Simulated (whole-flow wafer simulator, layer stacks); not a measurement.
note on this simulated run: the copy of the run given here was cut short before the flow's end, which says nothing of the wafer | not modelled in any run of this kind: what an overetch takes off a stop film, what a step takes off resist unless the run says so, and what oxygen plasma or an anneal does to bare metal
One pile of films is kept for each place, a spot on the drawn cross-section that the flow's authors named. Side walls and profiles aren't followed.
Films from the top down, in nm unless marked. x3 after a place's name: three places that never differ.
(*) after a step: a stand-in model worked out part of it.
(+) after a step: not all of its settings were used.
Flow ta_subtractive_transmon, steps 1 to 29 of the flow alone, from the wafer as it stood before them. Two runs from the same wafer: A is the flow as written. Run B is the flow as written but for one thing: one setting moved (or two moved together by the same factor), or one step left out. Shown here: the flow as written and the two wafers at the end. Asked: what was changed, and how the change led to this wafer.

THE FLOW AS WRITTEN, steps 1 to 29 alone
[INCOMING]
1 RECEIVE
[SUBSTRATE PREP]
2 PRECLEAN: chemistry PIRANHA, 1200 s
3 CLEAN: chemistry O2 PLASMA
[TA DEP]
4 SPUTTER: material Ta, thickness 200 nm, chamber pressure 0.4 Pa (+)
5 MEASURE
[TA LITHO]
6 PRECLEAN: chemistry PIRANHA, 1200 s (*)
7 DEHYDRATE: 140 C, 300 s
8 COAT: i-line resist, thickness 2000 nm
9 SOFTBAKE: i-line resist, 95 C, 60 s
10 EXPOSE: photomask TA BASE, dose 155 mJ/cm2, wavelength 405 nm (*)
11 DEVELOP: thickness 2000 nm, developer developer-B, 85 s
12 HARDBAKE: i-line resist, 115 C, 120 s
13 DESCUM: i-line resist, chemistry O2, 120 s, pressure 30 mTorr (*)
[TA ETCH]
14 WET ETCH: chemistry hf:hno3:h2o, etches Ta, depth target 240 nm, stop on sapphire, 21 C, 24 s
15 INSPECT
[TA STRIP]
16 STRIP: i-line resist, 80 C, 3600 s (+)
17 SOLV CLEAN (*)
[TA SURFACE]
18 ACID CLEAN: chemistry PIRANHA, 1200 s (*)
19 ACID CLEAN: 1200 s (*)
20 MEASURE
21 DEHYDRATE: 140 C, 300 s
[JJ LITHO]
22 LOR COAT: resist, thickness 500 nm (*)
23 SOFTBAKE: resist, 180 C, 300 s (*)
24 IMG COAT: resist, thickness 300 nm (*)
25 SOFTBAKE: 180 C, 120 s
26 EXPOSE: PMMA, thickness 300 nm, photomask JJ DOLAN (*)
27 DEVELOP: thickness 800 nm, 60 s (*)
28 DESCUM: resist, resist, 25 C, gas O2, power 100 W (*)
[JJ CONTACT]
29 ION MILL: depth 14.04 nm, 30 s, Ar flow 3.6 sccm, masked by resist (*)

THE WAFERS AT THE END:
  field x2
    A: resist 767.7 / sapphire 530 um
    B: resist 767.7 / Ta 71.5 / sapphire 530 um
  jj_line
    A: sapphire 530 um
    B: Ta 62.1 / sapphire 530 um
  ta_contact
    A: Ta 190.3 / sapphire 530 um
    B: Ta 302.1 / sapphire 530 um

The cause: step 4, SPUTTER: thickness 311.8 nm was run, where the flow has thickness 200 nm.

How the change led to this, step by step:
  4 SPUTTER: material Ta, thickness 200 nm, chamber pressure 0.4 Pa (+)
      field x2, jj_line, lead, ta_contact, ta_pad: A Ta +200 (new film) | B Ta +311.8 (new film)
  14 WET ETCH: chemistry hf:hno3:h2o, etches Ta, depth target 240 nm, stop on sapphire, 21 C, 24 s
      field x2, jj_line, lead: A Ta -200 (all of it) | B Ta -240
  22 LOR COAT: resist, thickness 500 nm (*)
      ta_contact: A resist +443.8 (new film) | B resist +433.7 (new film)
  29 ION MILL: depth 14.04 nm, 30 s, Ar flow 3.6 sccm, masked by resist (*)
      jj_line, lead: A sapphire -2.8 | B Ta -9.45
Counting metal films that touch as one body, field x2 has 1 body; the flow as written gives 0 bodies.
Counting metal films that touch as one body, jj_line has 1 body; the flow as written gives 0 bodies.
